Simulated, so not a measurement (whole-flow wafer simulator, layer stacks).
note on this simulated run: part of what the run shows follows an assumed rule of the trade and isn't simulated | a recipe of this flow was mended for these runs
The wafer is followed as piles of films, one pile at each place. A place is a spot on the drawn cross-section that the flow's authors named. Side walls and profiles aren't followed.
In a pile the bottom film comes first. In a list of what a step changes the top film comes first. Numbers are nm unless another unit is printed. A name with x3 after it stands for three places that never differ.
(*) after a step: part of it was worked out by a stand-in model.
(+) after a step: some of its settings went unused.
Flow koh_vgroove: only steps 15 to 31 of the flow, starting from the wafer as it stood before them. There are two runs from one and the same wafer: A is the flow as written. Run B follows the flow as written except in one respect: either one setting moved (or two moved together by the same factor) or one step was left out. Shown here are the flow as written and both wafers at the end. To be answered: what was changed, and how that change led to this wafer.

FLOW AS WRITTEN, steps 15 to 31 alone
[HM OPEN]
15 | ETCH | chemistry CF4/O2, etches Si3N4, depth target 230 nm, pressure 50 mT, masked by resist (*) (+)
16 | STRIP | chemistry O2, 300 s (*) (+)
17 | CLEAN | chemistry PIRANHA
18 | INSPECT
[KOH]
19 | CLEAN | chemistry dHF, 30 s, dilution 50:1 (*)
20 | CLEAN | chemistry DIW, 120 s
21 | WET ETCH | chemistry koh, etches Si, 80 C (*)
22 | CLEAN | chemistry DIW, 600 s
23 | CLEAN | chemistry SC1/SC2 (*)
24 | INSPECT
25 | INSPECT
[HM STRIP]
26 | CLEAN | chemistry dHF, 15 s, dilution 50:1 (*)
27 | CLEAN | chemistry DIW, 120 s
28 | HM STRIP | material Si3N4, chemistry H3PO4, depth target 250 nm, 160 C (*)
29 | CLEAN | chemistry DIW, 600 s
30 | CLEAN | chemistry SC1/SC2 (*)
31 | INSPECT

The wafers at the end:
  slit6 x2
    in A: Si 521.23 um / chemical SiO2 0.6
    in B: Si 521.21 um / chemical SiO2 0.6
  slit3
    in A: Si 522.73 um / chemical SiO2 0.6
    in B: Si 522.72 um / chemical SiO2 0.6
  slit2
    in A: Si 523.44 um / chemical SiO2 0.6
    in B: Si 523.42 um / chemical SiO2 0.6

Cause: step 15, ETCH: depth target 249 nm was run, though the flow has depth target 230 nm.

How this came from the change, step by step:
  15 | ETCH | chemistry CF4/O2, etches Si3N4, depth target 230 nm, pressure 50 mT, masked by resist (*) (+)
      slit3, slit2, slit6 x2: A -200 Si3N4 (all of it), -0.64 chemical SiO2 (all of it), -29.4 Si | B -200 Si3N4 (all of it), -0.64 chemical SiO2 (all of it), -48.4 Si
      field: A -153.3 i-line-resist | B -166 i-line-resist
